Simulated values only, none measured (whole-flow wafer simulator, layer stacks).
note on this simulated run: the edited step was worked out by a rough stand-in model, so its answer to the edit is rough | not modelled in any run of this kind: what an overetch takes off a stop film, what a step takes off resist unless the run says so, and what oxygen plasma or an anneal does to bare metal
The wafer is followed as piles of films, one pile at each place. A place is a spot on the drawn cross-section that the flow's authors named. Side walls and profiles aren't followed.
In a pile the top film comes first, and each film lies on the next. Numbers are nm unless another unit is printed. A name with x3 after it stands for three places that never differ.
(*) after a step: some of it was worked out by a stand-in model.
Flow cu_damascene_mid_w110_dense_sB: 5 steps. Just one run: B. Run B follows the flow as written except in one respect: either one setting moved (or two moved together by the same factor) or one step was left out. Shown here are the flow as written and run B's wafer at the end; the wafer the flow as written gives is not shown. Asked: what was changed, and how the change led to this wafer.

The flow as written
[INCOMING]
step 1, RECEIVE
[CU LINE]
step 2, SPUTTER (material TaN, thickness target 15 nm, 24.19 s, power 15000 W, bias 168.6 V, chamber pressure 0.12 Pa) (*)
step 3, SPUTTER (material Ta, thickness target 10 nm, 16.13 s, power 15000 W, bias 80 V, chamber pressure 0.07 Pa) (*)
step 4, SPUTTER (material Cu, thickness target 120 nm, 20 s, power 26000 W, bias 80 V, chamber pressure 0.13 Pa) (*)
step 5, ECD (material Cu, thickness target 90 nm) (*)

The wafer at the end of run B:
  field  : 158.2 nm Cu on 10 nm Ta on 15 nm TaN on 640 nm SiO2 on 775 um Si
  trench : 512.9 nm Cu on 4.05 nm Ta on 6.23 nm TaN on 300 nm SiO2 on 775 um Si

Cause: step 5, ECD: thickness target 38.2 nm was run, though the flow has thickness target 90 nm.

How this came from the change, step by step:
  step 5, ECD (material Cu, thickness target 90 nm) (*)
      field: Cu gains 38.2 (in the flow as written it would be: Cu gains 90)
      trench: Cu gains 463 (in the flow as written it would be: Cu gains 514.8)
